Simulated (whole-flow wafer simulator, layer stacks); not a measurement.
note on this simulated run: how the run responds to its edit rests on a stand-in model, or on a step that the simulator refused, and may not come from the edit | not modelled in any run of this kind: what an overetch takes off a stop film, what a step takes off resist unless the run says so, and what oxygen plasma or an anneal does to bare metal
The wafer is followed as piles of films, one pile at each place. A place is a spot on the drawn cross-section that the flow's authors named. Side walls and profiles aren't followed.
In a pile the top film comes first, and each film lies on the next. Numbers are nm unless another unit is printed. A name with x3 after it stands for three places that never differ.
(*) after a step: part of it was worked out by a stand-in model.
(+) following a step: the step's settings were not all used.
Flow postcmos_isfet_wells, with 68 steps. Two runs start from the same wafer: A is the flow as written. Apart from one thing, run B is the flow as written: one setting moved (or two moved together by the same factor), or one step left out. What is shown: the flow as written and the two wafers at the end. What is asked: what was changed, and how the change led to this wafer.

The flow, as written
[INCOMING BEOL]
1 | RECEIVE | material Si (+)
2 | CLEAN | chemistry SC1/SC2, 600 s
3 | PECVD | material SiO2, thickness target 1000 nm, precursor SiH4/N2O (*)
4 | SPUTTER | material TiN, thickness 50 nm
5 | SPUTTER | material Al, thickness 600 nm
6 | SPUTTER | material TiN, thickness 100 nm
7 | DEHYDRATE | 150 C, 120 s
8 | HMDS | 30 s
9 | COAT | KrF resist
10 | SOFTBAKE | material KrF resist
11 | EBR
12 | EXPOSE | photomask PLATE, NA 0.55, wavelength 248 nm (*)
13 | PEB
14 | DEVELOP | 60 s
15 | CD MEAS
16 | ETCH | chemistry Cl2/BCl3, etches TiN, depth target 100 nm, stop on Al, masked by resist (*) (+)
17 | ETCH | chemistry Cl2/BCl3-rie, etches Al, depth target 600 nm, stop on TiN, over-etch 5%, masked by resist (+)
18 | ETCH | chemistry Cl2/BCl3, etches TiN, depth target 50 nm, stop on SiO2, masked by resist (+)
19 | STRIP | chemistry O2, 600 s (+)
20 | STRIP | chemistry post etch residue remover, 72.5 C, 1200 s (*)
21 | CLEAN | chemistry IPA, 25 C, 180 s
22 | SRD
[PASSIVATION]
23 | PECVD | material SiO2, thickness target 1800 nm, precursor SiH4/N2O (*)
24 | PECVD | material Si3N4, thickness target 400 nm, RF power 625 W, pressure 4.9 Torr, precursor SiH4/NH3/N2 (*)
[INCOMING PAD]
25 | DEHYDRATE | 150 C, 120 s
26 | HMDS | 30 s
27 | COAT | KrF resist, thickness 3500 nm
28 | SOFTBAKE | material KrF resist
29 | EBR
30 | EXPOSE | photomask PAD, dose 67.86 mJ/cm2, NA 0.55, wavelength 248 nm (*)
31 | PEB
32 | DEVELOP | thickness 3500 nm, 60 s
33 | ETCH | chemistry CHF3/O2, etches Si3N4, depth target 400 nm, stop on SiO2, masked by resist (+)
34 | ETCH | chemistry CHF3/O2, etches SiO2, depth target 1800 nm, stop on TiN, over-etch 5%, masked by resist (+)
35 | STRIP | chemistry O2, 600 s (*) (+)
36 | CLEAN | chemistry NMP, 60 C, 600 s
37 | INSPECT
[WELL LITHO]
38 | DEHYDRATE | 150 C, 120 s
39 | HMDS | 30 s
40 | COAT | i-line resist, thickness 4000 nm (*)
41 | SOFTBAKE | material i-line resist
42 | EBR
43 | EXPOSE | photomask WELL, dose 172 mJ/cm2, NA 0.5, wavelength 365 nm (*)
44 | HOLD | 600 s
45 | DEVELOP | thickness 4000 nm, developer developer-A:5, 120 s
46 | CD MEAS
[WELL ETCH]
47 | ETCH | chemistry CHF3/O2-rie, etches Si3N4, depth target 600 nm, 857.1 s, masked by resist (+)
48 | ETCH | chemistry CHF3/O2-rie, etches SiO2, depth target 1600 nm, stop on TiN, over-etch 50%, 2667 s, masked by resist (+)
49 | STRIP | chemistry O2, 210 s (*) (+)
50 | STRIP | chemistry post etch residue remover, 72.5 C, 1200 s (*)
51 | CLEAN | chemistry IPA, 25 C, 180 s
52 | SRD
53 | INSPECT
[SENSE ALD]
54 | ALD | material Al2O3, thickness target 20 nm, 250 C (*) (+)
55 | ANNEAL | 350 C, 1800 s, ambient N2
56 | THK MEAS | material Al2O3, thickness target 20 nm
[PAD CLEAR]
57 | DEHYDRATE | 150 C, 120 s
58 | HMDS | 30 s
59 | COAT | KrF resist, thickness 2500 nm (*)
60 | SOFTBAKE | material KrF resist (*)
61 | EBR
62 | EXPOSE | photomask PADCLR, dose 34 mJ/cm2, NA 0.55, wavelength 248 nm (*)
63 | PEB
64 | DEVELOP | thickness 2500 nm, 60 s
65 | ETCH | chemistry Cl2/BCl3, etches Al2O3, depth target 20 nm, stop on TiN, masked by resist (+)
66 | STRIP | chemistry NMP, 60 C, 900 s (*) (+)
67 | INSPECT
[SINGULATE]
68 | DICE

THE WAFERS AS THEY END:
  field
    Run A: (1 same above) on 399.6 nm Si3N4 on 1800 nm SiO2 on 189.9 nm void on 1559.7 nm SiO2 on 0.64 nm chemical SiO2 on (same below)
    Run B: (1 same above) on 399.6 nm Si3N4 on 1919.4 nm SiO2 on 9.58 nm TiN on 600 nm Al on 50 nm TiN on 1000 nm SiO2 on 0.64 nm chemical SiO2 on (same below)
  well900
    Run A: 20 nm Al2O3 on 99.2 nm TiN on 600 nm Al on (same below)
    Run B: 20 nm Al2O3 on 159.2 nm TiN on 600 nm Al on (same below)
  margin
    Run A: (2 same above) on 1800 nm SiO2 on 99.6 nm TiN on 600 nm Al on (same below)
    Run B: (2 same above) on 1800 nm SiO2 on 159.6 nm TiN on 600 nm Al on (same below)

Cause: step 6, SPUTTER: thickness 160 nm was run, whereas the flow has thickness 100 nm.

Step by step, how the change led to this:
  6 | SPUTTER | material TiN, thickness 100 nm
      field, margin, well900 and 6 more: A TiN gains 100 (new film) | B TiN gains 160 (new film)
  16 | ETCH | chemistry Cl2/BCl3, etches TiN, depth target 100 nm, stop on Al, masked by resist (*) (+)
      field: A TiN loses 100 (all of it) | B TiN loses 100
  17 | ETCH | chemistry Cl2/BCl3-rie, etches Al, depth target 600 nm, stop on TiN, over-etch 5%, masked by resist (+)
      field: A Al loses 600 (all of it) | B nothing
  18 | ETCH | chemistry Cl2/BCl3, etches TiN, depth target 50 nm, stop on SiO2, masked by resist (+)
      field: A TiN loses 50 (all of it) | B TiN loses 50
  23 | PECVD | material SiO2, thickness target 1800 nm, precursor SiH4/N2O (*)
      field: A SiO2 gains 1800 (new film), void gains 189.9 (new film), SiO2 gains 559.7 | B SiO2 gains 1919.4 (new film)
With metal films that touch counted as one body, field has 1 body; the flow as written gives 0 bodies.
